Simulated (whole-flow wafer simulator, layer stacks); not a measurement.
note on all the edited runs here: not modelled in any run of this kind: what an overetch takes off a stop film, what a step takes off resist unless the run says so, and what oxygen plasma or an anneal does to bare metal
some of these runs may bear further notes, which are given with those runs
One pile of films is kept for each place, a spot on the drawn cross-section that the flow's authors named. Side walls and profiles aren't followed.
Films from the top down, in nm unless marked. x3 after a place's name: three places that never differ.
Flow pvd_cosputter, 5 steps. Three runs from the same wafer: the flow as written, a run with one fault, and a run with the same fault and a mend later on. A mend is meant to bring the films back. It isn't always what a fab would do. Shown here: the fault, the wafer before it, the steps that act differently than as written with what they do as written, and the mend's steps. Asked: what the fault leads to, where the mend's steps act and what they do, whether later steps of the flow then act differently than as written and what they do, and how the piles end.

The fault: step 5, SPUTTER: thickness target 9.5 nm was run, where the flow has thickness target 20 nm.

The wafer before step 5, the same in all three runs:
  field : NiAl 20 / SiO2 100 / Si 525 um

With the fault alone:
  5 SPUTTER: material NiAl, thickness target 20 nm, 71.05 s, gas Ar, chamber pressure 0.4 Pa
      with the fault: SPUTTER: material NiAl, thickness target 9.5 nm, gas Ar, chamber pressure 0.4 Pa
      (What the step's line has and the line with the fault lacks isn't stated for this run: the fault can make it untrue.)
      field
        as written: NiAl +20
        with the fault: NiAl +9.5
  No later step of the flow acts differently than as written at any place that is followed.
  At the end the piles differ from the flow's by more than 2% or 0.5 nm, whichever is larger, at field.
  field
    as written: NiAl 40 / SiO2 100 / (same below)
    with the fault: NiAl 29.5 / SiO2 100 / (same below)

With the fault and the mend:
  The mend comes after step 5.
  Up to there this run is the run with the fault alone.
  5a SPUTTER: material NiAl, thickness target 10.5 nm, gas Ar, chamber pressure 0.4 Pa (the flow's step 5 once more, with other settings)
      field
        NiAl +10.5
  No later step of the flow acts differently than as written at any place that is followed.
  At the end the piles are the same as the flow's at every place that both follow.
